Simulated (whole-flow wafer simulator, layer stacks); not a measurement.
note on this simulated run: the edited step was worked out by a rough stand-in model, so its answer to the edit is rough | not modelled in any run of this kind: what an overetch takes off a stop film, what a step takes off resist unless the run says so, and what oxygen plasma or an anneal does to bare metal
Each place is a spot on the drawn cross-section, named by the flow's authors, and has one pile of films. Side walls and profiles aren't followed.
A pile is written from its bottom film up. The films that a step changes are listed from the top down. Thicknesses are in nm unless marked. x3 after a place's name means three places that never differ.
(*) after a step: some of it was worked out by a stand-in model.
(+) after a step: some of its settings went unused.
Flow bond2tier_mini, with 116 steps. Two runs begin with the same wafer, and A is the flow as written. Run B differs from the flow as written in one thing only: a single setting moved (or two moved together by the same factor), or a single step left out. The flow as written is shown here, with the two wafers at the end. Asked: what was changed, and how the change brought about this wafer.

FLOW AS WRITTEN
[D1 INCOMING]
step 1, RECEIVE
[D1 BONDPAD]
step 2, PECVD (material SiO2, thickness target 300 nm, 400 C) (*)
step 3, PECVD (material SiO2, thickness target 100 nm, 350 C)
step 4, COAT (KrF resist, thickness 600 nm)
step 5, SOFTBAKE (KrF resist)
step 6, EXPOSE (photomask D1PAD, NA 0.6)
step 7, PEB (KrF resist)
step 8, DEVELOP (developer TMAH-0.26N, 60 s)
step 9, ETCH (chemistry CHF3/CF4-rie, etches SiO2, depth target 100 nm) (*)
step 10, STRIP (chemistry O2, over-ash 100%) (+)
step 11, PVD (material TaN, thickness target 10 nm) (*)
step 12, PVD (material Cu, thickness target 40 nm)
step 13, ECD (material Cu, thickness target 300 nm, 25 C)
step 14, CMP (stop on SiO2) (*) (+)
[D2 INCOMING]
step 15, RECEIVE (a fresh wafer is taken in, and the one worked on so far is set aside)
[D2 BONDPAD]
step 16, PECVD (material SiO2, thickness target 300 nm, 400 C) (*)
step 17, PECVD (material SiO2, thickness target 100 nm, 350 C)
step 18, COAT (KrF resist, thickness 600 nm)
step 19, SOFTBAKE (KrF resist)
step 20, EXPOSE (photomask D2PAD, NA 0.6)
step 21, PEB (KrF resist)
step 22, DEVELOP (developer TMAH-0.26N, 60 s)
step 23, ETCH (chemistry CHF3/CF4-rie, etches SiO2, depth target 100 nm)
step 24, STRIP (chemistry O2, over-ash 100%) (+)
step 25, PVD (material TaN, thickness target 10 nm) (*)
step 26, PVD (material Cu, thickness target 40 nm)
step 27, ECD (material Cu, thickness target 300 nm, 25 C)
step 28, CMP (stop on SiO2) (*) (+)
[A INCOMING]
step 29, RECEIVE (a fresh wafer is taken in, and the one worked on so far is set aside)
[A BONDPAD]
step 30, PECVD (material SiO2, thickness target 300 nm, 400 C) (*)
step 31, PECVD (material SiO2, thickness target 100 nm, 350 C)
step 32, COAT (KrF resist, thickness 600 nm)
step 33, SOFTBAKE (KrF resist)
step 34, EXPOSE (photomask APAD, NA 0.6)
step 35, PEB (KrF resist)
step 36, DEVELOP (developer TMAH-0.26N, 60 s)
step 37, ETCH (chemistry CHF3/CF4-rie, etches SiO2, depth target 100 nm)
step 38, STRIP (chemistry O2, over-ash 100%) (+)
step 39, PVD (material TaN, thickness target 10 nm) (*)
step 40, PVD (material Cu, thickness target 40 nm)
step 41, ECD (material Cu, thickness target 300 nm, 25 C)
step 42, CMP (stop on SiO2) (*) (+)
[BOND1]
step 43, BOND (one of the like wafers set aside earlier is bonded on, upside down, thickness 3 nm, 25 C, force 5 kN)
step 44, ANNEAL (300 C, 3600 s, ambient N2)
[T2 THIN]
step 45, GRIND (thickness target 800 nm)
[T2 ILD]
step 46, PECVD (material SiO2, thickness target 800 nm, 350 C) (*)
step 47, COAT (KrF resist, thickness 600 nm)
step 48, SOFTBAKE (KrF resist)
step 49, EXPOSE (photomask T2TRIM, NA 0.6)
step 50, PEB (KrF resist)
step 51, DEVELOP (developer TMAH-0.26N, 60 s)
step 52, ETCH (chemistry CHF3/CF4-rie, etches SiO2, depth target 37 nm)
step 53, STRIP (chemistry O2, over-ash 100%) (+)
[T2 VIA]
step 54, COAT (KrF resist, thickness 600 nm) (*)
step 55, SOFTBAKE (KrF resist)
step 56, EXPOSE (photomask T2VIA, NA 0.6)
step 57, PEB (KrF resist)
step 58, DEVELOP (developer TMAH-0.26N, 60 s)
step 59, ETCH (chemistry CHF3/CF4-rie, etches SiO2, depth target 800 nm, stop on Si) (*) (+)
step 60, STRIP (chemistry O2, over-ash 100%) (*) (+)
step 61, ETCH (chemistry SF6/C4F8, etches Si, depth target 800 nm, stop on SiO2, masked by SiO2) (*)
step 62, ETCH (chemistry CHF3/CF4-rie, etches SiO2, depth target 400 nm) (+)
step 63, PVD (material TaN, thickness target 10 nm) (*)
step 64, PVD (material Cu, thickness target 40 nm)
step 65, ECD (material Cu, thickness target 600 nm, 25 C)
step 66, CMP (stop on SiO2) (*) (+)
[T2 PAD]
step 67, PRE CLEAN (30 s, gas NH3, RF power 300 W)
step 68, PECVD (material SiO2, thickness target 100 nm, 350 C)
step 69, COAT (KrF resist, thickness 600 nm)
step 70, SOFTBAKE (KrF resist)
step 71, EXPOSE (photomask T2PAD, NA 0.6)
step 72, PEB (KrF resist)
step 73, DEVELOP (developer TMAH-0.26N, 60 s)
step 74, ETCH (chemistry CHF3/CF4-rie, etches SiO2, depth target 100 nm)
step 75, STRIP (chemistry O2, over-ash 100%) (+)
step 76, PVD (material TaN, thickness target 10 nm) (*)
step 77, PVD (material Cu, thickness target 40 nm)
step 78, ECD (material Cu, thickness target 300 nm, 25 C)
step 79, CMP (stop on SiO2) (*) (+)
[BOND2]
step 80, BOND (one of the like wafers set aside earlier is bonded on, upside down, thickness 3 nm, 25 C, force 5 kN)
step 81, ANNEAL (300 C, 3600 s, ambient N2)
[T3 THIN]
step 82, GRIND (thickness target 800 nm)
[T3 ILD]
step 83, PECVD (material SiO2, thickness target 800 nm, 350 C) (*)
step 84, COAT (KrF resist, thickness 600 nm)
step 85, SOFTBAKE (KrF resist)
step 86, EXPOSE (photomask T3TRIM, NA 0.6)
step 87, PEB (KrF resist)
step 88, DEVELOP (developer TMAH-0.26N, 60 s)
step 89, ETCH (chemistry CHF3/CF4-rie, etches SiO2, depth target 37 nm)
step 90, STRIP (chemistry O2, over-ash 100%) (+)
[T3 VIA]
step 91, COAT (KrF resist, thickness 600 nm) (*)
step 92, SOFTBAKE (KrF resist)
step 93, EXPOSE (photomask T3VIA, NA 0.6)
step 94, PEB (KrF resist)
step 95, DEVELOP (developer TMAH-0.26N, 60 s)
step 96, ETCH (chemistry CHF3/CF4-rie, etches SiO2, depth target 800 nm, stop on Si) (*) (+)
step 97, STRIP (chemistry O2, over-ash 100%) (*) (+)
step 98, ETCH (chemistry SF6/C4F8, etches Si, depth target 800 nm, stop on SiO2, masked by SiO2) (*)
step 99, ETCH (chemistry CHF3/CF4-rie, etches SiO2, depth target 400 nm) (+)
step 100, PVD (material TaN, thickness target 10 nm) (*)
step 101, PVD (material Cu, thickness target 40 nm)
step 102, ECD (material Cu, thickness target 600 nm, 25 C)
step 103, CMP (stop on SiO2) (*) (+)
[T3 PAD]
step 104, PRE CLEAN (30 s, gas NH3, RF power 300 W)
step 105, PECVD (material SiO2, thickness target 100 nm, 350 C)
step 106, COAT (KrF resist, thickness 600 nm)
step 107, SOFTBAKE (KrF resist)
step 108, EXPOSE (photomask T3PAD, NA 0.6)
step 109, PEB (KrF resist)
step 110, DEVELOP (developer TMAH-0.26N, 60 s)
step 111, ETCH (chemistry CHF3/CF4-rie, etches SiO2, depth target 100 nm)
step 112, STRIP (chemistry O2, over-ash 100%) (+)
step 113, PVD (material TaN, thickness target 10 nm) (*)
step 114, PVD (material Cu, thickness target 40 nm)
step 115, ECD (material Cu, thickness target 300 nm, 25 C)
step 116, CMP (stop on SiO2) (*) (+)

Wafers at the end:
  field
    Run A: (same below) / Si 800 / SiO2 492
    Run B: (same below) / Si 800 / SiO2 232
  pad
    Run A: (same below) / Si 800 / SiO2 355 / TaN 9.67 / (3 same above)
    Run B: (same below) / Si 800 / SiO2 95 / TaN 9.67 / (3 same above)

What caused this: step 83, PECVD: thickness target 540 nm was run, though the flow has thickness target 800 nm.

The path from the change to this, step by step:
  step 83, PECVD (material SiO2, thickness target 800 nm, 350 C) (*)
      field, pad: A +800 SiO2 (new film) | B +540 SiO2 (new film)
  step 96, ETCH (chemistry CHF3/CF4-rie, etches SiO2, depth target 800 nm, stop on Si) (*) (+)
      field, pad: A -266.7 KrF resist | B -251.5 KrF resist
  step 97, STRIP (chemistry O2, over-ash 100%) (*) (+)
      field: A -303.9 KrF resist (all of it) | B -319.1 KrF resist (all of it)
      pad: A -336 KrF resist (all of it) | B -351.1 KrF resist (all of it)
